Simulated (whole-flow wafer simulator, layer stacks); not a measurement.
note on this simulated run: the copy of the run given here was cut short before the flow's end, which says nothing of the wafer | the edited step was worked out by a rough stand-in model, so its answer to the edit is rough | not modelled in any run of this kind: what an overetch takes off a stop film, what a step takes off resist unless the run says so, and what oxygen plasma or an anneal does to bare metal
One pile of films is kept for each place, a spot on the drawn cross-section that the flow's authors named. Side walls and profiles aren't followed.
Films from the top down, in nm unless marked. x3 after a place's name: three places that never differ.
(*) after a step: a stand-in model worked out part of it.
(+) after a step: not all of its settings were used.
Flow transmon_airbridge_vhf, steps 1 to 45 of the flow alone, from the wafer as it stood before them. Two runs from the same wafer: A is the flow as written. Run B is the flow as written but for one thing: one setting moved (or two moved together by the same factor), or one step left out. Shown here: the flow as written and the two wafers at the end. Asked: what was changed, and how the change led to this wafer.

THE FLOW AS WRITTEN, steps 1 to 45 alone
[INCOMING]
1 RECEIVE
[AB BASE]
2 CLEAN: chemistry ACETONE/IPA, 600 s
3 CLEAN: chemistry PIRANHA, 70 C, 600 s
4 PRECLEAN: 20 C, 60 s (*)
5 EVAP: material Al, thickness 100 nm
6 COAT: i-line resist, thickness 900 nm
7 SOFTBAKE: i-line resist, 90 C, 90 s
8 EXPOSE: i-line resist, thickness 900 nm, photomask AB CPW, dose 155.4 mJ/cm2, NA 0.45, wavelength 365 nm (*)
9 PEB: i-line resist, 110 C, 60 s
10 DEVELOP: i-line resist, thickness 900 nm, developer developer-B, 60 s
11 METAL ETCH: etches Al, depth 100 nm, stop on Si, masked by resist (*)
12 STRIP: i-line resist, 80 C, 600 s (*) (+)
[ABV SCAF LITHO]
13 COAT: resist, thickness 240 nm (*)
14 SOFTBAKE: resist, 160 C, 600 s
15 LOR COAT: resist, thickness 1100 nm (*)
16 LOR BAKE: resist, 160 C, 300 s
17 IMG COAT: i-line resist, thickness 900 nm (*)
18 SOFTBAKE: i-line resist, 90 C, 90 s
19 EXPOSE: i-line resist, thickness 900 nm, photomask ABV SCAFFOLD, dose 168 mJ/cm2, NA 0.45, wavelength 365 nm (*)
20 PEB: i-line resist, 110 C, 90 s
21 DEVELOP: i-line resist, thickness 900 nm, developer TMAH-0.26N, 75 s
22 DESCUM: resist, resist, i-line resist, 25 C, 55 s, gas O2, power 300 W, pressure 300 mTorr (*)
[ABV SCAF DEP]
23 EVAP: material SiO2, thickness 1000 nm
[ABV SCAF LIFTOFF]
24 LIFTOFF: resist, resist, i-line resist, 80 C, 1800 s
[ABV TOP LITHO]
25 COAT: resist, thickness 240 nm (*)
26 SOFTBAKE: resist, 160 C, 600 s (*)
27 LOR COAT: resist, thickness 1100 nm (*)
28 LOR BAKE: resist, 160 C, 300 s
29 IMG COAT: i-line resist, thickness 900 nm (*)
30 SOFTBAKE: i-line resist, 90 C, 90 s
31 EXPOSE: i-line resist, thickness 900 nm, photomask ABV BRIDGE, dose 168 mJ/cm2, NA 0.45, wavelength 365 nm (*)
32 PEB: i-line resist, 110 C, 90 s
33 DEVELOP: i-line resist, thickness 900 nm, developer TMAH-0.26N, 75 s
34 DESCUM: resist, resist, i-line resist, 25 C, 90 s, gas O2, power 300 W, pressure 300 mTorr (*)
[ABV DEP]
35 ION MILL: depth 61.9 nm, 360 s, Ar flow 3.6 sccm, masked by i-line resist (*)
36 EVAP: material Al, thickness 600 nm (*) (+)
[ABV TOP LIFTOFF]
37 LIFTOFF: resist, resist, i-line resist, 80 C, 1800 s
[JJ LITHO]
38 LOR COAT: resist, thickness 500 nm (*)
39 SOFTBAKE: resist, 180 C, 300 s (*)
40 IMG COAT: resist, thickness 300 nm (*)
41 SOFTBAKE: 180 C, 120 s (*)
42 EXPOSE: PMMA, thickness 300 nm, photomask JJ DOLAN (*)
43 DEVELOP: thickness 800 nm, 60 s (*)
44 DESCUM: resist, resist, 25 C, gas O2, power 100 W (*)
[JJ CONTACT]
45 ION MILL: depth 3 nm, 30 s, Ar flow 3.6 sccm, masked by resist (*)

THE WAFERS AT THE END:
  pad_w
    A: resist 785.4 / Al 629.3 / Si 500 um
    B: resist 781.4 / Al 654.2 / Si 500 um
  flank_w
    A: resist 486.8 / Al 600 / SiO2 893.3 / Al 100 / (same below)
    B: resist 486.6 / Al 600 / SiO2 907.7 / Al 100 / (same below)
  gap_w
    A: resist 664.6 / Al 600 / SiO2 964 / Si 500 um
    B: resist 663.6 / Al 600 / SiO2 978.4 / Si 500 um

The cause: step 35, ION MILL: 216 s was run, where the flow has 360 s.

How the change led to this, step by step:
  35 ION MILL: depth 61.9 nm, 360 s, Ar flow 3.6 sccm, masked by i-line resist (*)
      field x3, jj_line, ground_far, trace_open_s x2, margin_s, margin_n: A i-line resist -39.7 | B i-line resist -23.8
      flank_w, gap_w, cpw_trace, gap_e, flank_e, bridge_strip: A SiO2 -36 | B SiO2 -21.6
      (and at 2 more places)
  37 LIFTOFF: resist, resist, i-line resist, 80 C, 1800 s
      field x3, jj_line, trace_open_s x2: A Al -600 (all of it), i-line resist -600 (all of it), resist -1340 (all of it) | B Al -600 (all of it), i-line resist -615.9 (all of it), resist -1340 (all of it)
      margin_s, margin_n: A Al -600 (all of it), i-line resist -318.3 (all of it), resist -992 (all of it) | B Al -600 (all of it), i-line resist -334.2 (all of it), resist -992 (all of it)
      (and at 1 more place)
